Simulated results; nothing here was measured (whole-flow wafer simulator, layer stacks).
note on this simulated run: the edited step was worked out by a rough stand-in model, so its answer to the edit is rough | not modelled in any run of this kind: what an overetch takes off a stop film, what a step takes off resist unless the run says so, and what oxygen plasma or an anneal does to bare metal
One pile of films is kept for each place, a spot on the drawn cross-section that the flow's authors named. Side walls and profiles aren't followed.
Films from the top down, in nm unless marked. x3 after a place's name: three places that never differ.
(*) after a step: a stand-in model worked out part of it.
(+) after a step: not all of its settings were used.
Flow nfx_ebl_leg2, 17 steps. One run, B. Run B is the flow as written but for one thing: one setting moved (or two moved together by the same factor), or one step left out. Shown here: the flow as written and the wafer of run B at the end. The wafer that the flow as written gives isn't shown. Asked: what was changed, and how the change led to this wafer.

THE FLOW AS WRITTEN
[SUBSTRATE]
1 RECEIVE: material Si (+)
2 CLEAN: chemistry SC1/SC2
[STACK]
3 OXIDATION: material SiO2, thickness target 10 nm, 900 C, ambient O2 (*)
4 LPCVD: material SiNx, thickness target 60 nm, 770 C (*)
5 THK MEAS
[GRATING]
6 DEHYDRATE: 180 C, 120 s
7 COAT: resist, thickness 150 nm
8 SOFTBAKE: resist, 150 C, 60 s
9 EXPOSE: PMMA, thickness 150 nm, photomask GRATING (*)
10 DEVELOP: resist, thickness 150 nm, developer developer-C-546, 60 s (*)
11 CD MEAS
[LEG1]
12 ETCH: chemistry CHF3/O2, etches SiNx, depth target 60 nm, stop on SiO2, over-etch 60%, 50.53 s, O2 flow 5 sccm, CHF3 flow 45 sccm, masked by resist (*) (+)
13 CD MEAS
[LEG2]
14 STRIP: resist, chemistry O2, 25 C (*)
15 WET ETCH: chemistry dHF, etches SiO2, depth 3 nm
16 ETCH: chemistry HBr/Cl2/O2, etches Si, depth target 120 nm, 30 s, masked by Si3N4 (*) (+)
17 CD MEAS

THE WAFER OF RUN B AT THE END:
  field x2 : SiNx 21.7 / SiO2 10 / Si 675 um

The cause: step 4, LPCVD: thickness target 28.5 nm was run, where the flow has thickness target 60 nm.

How the change led to this, step by step:
  4 LPCVD: material SiNx, thickness target 60 nm, 770 C (*)
      field x2, pad x2: SiNx +28.5 (new film) (as written it would be: SiNx +60 (new film))
  12 ETCH: chemistry CHF3/O2, etches SiNx, depth target 60 nm, stop on SiO2, over-etch 60%, 50.53 s, O2 flow 5 sccm, CHF3 flow 45 sccm, masked by resist (*) (+)
      pad x2: SiNx -28.5 (all of it), SiO2 -10 (all of it) (as written it would be: SiNx -60 (all of it), SiO2 -10 (all of it))
